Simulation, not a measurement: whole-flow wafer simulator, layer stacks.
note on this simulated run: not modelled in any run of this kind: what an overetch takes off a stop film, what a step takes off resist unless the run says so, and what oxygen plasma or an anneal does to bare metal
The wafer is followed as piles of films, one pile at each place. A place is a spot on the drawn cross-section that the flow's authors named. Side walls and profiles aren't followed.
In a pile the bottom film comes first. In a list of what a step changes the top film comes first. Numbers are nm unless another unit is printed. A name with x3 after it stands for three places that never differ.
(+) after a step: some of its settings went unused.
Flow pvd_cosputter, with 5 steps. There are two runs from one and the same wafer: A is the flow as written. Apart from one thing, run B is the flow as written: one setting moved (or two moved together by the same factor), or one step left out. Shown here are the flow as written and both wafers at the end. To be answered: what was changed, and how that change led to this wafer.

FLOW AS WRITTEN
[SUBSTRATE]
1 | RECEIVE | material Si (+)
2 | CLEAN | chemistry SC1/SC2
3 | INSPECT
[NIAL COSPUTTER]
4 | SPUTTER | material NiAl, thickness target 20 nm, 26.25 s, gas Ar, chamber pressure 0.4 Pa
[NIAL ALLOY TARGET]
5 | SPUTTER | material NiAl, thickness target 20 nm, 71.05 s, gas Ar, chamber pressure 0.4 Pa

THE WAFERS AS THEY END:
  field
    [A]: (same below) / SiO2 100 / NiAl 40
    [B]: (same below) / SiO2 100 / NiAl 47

Cause: step 4, SPUTTER: thickness target 27 nm was run, though the flow has thickness target 20 nm; step 4, SPUTTER: 35.44 s was run, where the flow has 26.25 s.

The path from the change to this, step by step:
  4 | SPUTTER | material NiAl, thickness target 20 nm, 26.25 s, gas Ar, chamber pressure 0.4 Pa
      field: A NiAl gains 20 (new film) | B NiAl gains 27 (new film)
